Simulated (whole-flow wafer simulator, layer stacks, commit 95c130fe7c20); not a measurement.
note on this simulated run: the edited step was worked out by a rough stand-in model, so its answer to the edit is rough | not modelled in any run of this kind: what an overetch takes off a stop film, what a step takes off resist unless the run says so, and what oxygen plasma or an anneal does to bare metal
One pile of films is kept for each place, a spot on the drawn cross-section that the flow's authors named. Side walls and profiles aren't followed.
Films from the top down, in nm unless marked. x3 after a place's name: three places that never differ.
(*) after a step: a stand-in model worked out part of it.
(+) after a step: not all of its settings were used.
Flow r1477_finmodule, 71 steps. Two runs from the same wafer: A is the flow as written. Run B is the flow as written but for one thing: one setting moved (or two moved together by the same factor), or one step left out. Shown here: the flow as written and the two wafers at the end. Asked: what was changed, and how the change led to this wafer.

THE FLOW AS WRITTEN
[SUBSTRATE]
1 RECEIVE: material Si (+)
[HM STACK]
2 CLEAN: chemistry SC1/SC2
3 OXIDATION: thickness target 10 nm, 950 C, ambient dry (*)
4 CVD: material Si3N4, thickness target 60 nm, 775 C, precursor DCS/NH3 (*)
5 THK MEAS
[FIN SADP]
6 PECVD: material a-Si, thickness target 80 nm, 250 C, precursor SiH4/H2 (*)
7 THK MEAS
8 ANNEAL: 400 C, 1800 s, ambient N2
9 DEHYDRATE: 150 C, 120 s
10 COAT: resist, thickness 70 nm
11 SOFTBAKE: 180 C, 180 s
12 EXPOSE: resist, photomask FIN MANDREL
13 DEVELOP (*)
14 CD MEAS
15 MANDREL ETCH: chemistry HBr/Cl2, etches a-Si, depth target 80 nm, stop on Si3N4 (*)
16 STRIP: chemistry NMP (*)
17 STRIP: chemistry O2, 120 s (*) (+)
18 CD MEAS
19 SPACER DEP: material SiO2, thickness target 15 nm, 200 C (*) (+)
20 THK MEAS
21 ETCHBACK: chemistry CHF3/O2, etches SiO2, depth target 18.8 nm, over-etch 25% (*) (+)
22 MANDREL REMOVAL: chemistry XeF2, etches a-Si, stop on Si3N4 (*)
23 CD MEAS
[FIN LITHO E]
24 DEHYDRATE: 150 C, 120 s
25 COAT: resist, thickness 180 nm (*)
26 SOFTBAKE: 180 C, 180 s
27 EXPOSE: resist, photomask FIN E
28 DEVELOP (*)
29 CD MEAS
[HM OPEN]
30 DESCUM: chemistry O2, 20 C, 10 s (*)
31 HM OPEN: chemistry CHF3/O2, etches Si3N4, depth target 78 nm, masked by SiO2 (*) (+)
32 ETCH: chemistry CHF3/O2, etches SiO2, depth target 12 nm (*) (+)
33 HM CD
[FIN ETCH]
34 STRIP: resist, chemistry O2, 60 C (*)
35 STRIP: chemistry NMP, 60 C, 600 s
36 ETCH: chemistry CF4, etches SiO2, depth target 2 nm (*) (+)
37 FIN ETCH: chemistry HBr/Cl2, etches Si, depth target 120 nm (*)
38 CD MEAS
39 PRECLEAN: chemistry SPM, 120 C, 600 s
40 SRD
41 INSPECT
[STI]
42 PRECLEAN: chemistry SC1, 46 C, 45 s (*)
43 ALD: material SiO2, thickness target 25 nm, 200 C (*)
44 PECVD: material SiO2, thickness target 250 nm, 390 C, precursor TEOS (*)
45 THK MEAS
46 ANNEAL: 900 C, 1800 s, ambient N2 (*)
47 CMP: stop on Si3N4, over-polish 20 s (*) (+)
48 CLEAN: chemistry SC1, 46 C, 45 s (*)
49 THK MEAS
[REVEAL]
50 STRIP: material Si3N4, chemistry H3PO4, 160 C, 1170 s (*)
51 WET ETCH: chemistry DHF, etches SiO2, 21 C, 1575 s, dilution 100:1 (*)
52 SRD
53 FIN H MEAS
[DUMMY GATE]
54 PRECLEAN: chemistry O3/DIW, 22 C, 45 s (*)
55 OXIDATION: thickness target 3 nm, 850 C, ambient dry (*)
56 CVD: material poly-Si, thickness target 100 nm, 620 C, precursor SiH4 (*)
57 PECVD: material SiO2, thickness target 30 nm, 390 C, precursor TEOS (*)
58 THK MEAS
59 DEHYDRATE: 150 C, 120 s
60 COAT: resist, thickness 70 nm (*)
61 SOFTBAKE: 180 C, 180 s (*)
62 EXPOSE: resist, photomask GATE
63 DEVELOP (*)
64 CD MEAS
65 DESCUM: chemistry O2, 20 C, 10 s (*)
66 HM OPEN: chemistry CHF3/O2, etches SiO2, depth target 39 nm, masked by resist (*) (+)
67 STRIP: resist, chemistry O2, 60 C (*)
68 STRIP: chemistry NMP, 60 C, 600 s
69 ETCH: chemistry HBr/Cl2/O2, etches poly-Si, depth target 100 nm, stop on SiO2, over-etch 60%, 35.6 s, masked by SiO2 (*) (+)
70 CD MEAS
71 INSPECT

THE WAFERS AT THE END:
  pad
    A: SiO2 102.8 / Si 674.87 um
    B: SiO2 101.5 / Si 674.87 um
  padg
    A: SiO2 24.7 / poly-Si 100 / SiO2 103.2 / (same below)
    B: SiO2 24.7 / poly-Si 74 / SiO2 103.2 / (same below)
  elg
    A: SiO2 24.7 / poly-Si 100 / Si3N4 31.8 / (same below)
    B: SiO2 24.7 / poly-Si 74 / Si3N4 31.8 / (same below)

The cause: step 56, CVD: thickness target 74 nm was run, where the flow has thickness target 100 nm.
It can be read off the wafer: padg has poly-Si 74, and step 56 as written asks for 100 nm.

How the change led to this, step by step:
  56 CVD: material poly-Si, thickness target 100 nm, 620 C, precursor SiH4 (*)
      pad, padg, elg and 26 more: A poly-Si +100 (new film) | B poly-Si +74 (new film)
      s40cg, s40co: A poly-Si +113.9 (new film) | B poly-Si +87.2 (new film)
      (and at 5 more places)
  67 STRIP: resist, chemistry O2, 60 C (*)
      s40cg: A resist -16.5 (all of it) | B resist -17.1 (all of it)
      s45cg: A resist -16.9 (all of it) | B resist -17.7 (all of it)
      (and at 1 more place)
  69 ETCH: chemistry HBr/Cl2/O2, etches poly-Si, depth target 100 nm, stop on SiO2, over-etch 60%, 35.6 s, masked by SiO2 (*) (+)
      pad, eso, e40so and 8 more: A chemical SiO2 -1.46 (all of it), poly-Si -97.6 (all of it), SiO2 -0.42 | B chemical SiO2 -1.46 (all of it), poly-Si -71.6 (all of it), SiO2 -1.72
      elo, e40lo, e100lo, e200lo: A chemical SiO2 -1.46 (all of it), poly-Si -97.6 (all of it), Si3N4 -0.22 | B chemical SiO2 -1.46 (all of it), poly-Si -71.6 (all of it), Si3N4 -2.59
      (and at 3 more places)
